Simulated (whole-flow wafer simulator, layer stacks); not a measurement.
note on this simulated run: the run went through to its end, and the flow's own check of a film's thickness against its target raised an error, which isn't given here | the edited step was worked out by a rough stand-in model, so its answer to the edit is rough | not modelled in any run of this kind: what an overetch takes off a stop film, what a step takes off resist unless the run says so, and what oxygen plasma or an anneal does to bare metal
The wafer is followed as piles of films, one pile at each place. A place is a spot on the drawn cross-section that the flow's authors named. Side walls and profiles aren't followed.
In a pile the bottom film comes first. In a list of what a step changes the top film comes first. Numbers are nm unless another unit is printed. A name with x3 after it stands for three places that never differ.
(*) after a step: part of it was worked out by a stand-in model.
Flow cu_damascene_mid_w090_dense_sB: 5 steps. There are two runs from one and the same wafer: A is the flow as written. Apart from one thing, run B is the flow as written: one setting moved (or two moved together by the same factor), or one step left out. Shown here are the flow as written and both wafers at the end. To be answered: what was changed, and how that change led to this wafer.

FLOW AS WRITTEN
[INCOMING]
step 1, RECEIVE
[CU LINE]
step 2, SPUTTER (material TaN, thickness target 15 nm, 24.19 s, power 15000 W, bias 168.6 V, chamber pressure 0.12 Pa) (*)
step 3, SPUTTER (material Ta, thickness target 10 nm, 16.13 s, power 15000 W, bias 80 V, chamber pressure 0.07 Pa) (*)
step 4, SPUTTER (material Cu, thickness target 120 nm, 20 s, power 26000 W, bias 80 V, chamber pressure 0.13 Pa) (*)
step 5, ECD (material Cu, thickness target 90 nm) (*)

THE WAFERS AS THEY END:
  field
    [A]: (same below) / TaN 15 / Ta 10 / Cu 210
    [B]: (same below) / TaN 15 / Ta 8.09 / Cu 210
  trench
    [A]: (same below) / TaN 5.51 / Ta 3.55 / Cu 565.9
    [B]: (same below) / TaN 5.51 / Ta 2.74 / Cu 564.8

The reason: step 3, SPUTTER: power 12140 W was run, whereas the flow has power 15000 W.

How this came from the change, step by step:
  step 3, SPUTTER (material Ta, thickness target 10 nm, 16.13 s, power 15000 W, bias 80 V, chamber pressure 0.07 Pa) (*)
      field: A +10 Ta (new film) | B +8.09 Ta (new film)
      trench: A +3.55 Ta (new film) | B +2.74 Ta (new film)
